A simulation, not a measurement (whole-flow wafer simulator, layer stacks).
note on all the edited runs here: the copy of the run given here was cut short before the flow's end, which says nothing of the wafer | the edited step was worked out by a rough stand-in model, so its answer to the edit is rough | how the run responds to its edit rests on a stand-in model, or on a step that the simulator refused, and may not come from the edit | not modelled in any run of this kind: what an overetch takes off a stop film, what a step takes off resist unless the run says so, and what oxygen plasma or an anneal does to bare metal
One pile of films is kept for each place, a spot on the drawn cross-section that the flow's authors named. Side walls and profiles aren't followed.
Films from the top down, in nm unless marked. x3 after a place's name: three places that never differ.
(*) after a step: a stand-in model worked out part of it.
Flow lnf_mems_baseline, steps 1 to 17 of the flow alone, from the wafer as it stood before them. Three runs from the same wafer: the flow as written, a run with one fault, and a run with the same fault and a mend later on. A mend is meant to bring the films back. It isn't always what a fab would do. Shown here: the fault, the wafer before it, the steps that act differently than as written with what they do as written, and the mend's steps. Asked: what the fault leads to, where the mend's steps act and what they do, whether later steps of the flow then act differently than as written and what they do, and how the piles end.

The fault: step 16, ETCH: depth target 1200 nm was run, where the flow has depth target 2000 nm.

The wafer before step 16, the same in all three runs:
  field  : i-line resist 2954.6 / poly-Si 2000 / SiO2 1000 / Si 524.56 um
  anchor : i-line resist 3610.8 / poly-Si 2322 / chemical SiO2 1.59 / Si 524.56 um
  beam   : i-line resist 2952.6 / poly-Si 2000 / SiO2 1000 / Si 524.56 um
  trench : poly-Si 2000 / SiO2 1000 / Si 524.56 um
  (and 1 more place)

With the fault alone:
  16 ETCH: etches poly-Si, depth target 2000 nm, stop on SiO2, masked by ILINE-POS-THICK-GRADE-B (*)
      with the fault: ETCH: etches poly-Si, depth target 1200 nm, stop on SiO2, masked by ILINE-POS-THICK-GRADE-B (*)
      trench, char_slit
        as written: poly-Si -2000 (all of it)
        with the fault: poly-Si -1200
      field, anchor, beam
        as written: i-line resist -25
        with the fault: i-line resist -15
  Later steps of the flow that act differently than as written:
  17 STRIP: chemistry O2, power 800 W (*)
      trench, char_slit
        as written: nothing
        with the fault: chemical SiO2 +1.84 (new film), poly-Si -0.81
  At the end the piles differ from the flow's by more than 2% or 0.5 nm, whichever is larger, at trench, char_slit.
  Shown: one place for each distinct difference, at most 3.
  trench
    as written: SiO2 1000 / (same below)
    with the fault: chemical SiO2 1.84 / poly-Si 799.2 / SiO2 1000 / (same below)

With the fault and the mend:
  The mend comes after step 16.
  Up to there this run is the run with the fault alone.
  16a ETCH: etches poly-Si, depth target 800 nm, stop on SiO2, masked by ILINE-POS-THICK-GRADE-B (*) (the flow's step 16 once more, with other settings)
      field, anchor, beam
        i-line resist -10
      trench, char_slit
        poly-Si -800 (all of it)
  No later step of the flow acts differently than as written at any place that is followed.
  At the end the piles are the same as the flow's at every place that both follow.
